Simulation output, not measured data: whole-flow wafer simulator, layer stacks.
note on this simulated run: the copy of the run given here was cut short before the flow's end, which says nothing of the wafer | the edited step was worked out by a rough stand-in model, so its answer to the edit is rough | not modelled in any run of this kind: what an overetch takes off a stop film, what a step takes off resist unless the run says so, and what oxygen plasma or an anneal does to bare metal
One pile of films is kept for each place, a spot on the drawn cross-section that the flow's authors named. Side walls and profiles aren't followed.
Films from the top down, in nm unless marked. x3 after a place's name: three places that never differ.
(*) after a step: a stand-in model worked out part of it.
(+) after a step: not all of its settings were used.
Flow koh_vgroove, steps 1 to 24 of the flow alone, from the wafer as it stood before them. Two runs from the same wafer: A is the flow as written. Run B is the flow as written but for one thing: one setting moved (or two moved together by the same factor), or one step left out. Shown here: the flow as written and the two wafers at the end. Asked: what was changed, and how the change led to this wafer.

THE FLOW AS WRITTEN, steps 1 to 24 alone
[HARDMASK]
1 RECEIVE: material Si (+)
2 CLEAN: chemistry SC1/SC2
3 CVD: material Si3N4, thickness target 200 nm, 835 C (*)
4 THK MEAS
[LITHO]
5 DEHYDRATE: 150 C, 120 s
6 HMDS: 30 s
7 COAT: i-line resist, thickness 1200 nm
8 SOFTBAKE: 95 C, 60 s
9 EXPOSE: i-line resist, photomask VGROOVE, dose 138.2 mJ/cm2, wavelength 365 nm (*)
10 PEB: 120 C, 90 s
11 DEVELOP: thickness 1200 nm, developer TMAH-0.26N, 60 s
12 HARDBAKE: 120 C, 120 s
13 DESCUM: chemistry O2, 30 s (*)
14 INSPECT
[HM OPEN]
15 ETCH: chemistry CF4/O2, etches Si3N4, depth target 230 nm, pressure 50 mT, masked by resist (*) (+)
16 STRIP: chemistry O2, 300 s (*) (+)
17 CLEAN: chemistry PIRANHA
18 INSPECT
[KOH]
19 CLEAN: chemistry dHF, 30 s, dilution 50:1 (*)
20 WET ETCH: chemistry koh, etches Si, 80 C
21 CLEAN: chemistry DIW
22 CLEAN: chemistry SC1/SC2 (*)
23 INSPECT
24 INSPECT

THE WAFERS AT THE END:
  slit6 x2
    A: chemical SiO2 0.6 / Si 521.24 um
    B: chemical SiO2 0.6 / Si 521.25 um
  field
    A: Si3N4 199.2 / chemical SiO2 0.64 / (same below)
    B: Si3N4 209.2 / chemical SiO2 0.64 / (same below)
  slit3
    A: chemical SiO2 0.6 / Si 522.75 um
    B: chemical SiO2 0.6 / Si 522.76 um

The cause: step 3, CVD: thickness target 210 nm was run, where the flow has thickness target 200 nm.

How the change led to this, step by step:
  3 CVD: material Si3N4, thickness target 200 nm, 835 C (*)
      field, slit3, slit2, slit6 x2: A Si3N4 +200 (new film) | B Si3N4 +210 (new film)
  15 ETCH: chemistry CF4/O2, etches Si3N4, depth target 230 nm, pressure 50 mT, masked by resist (*) (+)
      slit3, slit2, slit6 x2: A Si3N4 -200 (all of it), chemical SiO2 -0.64 (all of it), Si -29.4 | B Si3N4 -210 (all of it), chemical SiO2 -0.64 (all of it), Si -19.4
